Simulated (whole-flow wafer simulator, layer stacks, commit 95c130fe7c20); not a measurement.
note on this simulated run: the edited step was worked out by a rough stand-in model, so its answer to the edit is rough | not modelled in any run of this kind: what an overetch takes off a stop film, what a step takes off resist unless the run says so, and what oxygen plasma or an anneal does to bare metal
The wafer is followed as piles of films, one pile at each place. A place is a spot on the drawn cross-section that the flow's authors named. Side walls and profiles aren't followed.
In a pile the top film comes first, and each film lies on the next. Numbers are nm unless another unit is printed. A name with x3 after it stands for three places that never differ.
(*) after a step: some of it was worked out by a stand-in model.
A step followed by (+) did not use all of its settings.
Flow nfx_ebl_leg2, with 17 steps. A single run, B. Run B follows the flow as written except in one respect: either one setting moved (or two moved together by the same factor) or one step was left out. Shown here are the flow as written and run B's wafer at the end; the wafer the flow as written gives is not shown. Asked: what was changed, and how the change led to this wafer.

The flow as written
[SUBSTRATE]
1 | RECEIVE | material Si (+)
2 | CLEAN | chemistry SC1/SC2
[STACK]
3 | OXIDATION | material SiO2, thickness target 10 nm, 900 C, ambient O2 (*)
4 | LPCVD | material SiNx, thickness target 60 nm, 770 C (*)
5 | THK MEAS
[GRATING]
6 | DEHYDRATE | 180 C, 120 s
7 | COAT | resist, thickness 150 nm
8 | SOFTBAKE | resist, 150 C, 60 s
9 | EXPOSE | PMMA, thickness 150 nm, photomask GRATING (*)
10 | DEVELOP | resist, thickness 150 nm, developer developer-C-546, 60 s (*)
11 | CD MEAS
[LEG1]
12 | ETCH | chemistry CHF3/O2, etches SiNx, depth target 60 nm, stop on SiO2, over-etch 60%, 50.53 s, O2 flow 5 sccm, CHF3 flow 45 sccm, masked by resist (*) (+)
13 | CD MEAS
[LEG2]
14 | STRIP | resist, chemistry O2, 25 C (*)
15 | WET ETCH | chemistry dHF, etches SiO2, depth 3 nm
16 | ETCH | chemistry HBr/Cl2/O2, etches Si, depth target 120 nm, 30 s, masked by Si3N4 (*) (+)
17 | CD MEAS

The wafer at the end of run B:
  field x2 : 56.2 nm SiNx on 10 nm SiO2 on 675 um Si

Cause: step 4, LPCVD: thickness target 63 nm was run, though the flow has thickness target 60 nm.

The path from the change to this, step by step:
  4 | LPCVD | material SiNx, thickness target 60 nm, 770 C (*)
      field x2, pad x2: +63 SiNx (new film) (as written it would have been: +60 SiNx (new film))
  12 | ETCH | chemistry CHF3/O2, etches SiNx, depth target 60 nm, stop on SiO2, over-etch 60%, 50.53 s, O2 flow 5 sccm, CHF3 flow 45 sccm, masked by resist (*) (+)
      pad x2: -63 SiNx (all of it), -10 SiO2 (all of it) (as written it would have been: -60 SiNx (all of it), -10 SiO2 (all of it))
